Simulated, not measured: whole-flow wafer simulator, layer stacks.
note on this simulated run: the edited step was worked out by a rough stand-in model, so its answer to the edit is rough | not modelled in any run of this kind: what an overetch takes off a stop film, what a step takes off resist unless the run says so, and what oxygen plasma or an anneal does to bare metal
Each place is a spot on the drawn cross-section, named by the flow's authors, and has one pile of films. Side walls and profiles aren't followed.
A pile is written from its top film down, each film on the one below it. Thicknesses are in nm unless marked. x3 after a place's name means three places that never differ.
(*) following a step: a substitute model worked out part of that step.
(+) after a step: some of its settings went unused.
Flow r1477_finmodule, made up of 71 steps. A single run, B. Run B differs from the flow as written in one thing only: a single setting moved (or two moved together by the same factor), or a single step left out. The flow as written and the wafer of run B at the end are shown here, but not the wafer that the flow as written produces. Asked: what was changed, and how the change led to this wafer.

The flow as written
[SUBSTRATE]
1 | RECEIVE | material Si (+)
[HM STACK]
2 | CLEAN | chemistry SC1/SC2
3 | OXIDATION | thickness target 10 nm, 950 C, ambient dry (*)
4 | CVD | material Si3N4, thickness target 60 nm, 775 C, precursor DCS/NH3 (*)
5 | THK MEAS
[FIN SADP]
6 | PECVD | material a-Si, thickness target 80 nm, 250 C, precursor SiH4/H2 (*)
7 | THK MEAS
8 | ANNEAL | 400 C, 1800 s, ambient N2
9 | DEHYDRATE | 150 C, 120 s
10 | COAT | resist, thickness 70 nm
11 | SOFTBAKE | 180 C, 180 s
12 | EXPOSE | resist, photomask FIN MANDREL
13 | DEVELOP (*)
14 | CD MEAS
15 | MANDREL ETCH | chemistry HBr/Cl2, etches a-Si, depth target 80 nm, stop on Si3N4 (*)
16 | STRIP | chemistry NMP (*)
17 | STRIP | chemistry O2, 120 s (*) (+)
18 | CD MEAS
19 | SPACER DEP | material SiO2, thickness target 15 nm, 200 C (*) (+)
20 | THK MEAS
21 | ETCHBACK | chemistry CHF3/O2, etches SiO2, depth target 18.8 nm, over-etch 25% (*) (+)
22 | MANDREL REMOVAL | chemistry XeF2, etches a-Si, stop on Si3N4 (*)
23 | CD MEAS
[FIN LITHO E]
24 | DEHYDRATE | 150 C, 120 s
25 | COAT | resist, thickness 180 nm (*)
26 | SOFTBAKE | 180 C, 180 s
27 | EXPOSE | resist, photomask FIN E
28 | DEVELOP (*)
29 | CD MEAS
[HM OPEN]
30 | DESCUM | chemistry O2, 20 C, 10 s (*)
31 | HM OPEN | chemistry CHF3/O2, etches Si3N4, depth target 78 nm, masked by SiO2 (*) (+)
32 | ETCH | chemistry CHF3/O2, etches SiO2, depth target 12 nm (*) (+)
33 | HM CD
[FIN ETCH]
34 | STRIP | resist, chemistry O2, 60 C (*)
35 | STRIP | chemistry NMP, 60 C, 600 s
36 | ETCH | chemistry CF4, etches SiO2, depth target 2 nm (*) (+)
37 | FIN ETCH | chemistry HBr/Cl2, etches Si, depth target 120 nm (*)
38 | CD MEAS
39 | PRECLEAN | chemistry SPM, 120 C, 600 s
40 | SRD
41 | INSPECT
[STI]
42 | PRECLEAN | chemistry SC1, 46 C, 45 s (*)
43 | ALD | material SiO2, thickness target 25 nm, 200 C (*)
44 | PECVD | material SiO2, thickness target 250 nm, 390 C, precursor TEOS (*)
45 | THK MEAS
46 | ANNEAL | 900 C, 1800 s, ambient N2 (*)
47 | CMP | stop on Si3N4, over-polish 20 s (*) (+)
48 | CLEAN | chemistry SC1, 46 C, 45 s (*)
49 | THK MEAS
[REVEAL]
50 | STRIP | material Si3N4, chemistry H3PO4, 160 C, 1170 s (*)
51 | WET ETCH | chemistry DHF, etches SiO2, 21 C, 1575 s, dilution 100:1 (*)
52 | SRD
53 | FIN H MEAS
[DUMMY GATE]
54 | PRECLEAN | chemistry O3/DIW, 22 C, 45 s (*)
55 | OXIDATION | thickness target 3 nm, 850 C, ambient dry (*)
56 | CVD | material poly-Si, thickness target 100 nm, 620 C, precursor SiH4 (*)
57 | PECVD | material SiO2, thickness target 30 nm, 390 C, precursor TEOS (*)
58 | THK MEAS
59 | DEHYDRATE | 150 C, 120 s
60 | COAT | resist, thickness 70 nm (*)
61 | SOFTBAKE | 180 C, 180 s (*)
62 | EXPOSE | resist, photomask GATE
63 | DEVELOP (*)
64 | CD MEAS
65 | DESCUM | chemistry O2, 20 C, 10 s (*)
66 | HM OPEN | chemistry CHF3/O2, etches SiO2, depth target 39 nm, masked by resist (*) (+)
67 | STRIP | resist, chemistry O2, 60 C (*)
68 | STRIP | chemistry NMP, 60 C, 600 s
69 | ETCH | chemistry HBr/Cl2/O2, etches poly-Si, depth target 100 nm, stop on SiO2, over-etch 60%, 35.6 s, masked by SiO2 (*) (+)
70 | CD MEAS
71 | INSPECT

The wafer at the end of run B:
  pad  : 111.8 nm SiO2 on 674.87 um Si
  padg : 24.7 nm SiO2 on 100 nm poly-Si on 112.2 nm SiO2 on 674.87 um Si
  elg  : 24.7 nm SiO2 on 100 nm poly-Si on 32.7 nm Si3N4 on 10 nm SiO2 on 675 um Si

Cause: step 51, WET ETCH: 18.31 C was run, whereas the flow has 21 C.

The path from the change to this, step by step:
  51 | WET ETCH | chemistry DHF, etches SiO2, 21 C, 1575 s, dilution 100:1 (*)
      pad, padg, e40sg and 12 more: SiO2 loses 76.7 (in the flow as written it would be: SiO2 loses 85.7)
      elg, e40lg, e100lg, e200lg, elo, e40lo, e100lo, e200lo: SiO2 loses 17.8 (all of it), Si3N4 loses 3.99 (in the flow as written it would be: SiO2 loses 17.8 (all of it), Si3N4 loses 4.97)
      (also at 7 further places)
  56 | CVD | material poly-Si, thickness target 100 nm, 620 C, precursor SiH4 (*)
      s40cg, s40co: poly-Si gains 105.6 (new film) (in the flow as written it would be: poly-Si gains 113.9 (new film))
      s45cg, s45co: poly-Si gains 105.1 (new film) (in the flow as written it would be: poly-Si gains 113.4 (new film))
      (also at 3 further places)
  60 | COAT | resist, thickness 70 nm (*)
      e40sg, eso, e40so: resist gains 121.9 (new film) (in the flow as written it would be: resist gains 129.5 (new film))
      e100sg, e100so: resist gains 121.8 (new film) (in the flow as written it would be: resist gains 129.4 (new film))
      (also at 8 further places)
  63 | DEVELOP (*)
      eso, e40so: resist loses 121.9 (all of it) (in the flow as written it would be: resist loses 129.5 (all of it))
      e100so: resist loses 121.8 (all of it) (in the flow as written it would be: resist loses 129.4 (all of it))
      (also at 4 further places)
  67 | STRIP | resist, chemistry O2, 60 C (*)
      e40sg: resist loses 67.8 (all of it) (in the flow as written it would be: resist loses 75.4 (all of it))
      e100sg: resist loses 67.7 (all of it) (in the flow as written it would be: resist loses 75.3 (all of it))
      (also at 4 further places)
  69 | ETCH | chemistry HBr/Cl2/O2, etches poly-Si, depth target 100 nm, stop on SiO2, over-etch 60%, 35.6 s, masked by SiO2 (*) (+)
      s40co: chemical SiO2 loses 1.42 (all of it), poly-Si loses 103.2 (all of it), SiO2 loses 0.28 (in the flow as written it would be: chemical SiO2 loses 1.46 (all of it), poly-Si loses 111.5 (all of it), SiO2 loses 0.24)
      s45co: chemical SiO2 loses 1.42 (all of it), poly-Si loses 102.7 (all of it), SiO2 loses 0.29 (in the flow as written it would be: chemical SiO2 loses 1.46 (all of it), poly-Si loses 110.9 (all of it), SiO2 loses 0.25)
      (also at 1 further place)
